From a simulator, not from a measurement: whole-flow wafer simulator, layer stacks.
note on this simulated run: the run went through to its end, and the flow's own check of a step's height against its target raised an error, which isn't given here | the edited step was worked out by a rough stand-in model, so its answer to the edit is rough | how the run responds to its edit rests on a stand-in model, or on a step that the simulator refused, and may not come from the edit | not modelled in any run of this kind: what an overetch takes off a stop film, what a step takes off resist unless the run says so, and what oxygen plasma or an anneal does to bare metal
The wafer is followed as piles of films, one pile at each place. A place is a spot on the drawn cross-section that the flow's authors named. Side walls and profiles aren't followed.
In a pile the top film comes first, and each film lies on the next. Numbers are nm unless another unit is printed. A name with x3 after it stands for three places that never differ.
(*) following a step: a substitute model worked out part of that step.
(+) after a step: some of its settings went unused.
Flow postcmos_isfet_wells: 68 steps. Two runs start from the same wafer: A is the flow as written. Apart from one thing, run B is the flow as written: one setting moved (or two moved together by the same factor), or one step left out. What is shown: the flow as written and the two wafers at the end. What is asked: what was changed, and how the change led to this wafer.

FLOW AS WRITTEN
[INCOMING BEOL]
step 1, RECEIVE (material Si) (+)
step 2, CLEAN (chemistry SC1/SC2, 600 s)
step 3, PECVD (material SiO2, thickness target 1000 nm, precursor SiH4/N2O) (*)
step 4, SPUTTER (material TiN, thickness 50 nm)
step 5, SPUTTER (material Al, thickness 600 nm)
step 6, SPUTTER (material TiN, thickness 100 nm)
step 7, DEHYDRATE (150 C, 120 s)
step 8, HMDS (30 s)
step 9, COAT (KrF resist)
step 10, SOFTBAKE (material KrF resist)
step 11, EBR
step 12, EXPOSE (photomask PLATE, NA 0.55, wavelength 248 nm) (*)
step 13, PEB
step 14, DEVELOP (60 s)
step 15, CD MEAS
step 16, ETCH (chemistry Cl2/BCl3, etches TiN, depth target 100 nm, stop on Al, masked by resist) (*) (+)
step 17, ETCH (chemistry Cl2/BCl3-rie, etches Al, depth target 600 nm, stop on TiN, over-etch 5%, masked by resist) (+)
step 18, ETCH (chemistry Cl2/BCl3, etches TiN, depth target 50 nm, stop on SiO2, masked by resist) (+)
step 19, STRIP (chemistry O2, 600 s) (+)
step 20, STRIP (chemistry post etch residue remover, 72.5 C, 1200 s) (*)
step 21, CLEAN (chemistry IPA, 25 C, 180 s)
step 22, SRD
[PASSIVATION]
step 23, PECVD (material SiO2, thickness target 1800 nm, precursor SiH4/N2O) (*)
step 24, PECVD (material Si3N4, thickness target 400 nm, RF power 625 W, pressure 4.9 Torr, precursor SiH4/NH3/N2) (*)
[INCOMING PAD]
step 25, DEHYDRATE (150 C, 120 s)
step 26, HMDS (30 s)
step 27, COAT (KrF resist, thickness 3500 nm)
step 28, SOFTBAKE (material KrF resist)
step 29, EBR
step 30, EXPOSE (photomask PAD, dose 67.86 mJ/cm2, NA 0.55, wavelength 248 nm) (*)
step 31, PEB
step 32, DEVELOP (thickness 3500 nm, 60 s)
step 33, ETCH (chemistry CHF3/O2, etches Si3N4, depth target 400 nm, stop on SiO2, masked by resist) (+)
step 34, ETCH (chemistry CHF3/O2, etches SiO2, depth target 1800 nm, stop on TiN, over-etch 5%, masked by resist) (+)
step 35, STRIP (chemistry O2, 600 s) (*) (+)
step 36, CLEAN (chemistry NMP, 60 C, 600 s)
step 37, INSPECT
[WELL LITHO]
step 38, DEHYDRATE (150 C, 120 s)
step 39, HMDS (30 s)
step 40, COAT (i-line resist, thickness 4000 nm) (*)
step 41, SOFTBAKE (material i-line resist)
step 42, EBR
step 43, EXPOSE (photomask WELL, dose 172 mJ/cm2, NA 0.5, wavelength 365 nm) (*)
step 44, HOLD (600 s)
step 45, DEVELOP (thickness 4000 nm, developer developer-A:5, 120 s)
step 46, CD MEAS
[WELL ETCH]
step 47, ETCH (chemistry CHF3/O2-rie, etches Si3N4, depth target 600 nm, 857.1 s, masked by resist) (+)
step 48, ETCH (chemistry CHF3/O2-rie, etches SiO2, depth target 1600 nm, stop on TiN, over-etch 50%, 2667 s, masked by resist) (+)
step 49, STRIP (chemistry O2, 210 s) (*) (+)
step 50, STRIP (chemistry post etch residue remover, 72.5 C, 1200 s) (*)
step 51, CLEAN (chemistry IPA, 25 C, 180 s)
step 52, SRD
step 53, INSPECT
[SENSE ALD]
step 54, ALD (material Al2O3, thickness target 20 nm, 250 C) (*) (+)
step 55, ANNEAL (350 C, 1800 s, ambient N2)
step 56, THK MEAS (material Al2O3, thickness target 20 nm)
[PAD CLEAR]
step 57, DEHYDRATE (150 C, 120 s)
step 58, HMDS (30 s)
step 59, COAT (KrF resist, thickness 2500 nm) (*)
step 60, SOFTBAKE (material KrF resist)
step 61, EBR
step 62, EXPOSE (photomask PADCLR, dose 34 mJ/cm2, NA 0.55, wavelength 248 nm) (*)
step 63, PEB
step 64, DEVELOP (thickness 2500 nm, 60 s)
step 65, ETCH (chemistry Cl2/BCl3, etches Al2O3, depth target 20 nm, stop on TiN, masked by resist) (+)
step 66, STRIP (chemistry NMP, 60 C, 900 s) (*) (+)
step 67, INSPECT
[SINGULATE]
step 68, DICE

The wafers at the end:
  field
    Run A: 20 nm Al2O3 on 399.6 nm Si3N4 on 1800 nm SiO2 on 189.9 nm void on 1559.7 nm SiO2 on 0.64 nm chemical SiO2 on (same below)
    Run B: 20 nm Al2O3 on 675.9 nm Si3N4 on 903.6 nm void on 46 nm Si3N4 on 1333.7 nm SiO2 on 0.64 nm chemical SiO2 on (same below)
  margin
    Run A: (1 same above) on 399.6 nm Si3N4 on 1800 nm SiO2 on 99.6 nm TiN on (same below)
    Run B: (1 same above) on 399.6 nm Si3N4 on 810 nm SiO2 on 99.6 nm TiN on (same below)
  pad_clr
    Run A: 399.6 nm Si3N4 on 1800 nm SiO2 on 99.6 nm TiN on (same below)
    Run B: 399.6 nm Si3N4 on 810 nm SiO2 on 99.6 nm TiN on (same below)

Cause: step 23, PECVD: thickness target 810 nm was run, though the flow has thickness target 1800 nm.
The wafer lets one read it off: margin has SiO2 810, and step 23 as written asks for 1800 nm.

How this came from the change, step by step:
  step 23, PECVD (material SiO2, thickness target 1800 nm, precursor SiH4/N2O) (*)
      field: A +1800 SiO2 (new film), +189.9 void (new film), +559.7 SiO2 | B +333.7 SiO2
      margin, well900, well1300 x3, pad_rim, pad_clr, pad_open: A +1800 SiO2 (new film) | B +810 SiO2 (new film)
  step 24, PECVD (material Si3N4, thickness target 400 nm, RF power 625 W, pressure 4.9 Torr, precursor SiH4/NH3/N2) (*)
      field: A +400 Si3N4 (new film) | B +676.2 Si3N4 (new film), +903.6 void (new film), +46 Si3N4 (new film)
  step 34, ETCH (chemistry CHF3/O2, etches SiO2, depth target 1800 nm, stop on TiN, over-etch 5%, masked by resist) (+)
      field, margin, well900, well1300 x3, pad_rim, pad_clr: A -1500 KrF resist | B -708.8 KrF resist
      pad_open: A -1800 SiO2 (all of it) | B -810 SiO2 (all of it)
  step 35, STRIP (chemistry O2, 600 s) (*) (+)
      field, margin, well900, well1300 x3, pad_rim, pad_clr: A -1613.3 KrF resist (all of it) | B -2404.6 KrF resist (all of it)
  step 40, COAT (i-line resist, thickness 4000 nm) (*)
      pad_clr: A +3256.8 i-line resist (new film) | B +3575.3 i-line resist (new film)
      pad_open: A +4804.7 i-line resist (new film) | B +4446.9 i-line resist (new film)
  step 41, SOFTBAKE (material i-line resist)
      pad_clr: A -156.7 i-line resist | B -67.5 i-line resist
      pad_open: A +115.3 i-line resist | B +67.4 i-line resist
  step 48, ETCH (chemistry CHF3/O2-rie, etches SiO2, depth target 1600 nm, stop on TiN, over-etch 50%, 2667 s, masked by resist) (+)
      well900, well1300 x3: A -1600 SiO2 (all of it) | B -610 SiO2 (all of it)
  step 49, STRIP (chemistry O2, 210 s) (*) (+)
      pad_clr: A -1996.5 i-line resist (all of it) | B -2404.2 i-line resist (all of it)
      pad_open: A -3816.3 i-line resist (all of it) | B -3410.6 i-line resist (all of it)
  step 59, COAT (KrF resist, thickness 2500 nm) (*)
      field: A +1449 KrF resist (new film) | B +1921.9 KrF resist (new film)
      margin: A +1448.9 KrF resist (new film) | B +1921.9 KrF resist (new film)
      (and at 3 other places as well)
  step 60, SOFTBAKE (material KrF resist)
      pad_clr: A -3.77 KrF resist | B -2.18 KrF resist
  step 63, PEB
      field, margin: A -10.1 KrF resist | B -13.5 KrF resist
      pad_rim: A -13.9 KrF resist | B -15.6 KrF resist
      (and at 2 other places as well)
  step 64, DEVELOP (thickness 2500 nm, 60 s)
      pad_clr: A -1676 KrF resist (all of it) | B -2019.5 KrF resist (all of it)
      pad_open: A -3045.1 KrF resist (all of it) | B -2793.8 KrF resist (all of it)
  step 66, STRIP (chemistry NMP, 60 C, 900 s) (*) (+)
      field: A -1400.1 KrF resist (all of it) | B -1869.7 KrF resist (all of it)
      margin: A -1400.1 KrF resist (all of it) | B -1869.6 KrF resist (all of it)
      (and at 1 other place as well)
